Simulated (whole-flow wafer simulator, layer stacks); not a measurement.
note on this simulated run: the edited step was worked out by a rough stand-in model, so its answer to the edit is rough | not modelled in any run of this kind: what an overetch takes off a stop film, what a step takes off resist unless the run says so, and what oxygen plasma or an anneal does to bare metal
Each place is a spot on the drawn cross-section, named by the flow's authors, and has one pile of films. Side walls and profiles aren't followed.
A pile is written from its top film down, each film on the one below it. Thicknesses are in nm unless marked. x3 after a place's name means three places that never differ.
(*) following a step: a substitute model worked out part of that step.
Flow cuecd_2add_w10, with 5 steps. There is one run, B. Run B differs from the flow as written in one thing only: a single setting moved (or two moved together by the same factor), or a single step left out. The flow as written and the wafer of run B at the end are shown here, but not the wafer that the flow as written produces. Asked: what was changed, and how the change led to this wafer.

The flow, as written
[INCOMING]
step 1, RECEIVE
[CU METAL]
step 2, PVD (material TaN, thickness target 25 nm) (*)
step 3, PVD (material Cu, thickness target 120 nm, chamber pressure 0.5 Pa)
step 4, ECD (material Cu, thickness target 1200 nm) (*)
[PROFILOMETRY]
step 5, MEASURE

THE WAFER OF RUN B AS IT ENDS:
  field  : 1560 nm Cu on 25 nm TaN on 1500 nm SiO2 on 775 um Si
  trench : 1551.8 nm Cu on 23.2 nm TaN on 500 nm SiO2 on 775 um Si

The reason: step 4, ECD: thickness target 1440 nm was run, whereas the flow has thickness target 1200 nm.

Step by step, how the change led to this:
  step 4, ECD (material Cu, thickness target 1200 nm) (*)
      field, trench: Cu gains 1440 (as written it would have been: Cu gains 1200)
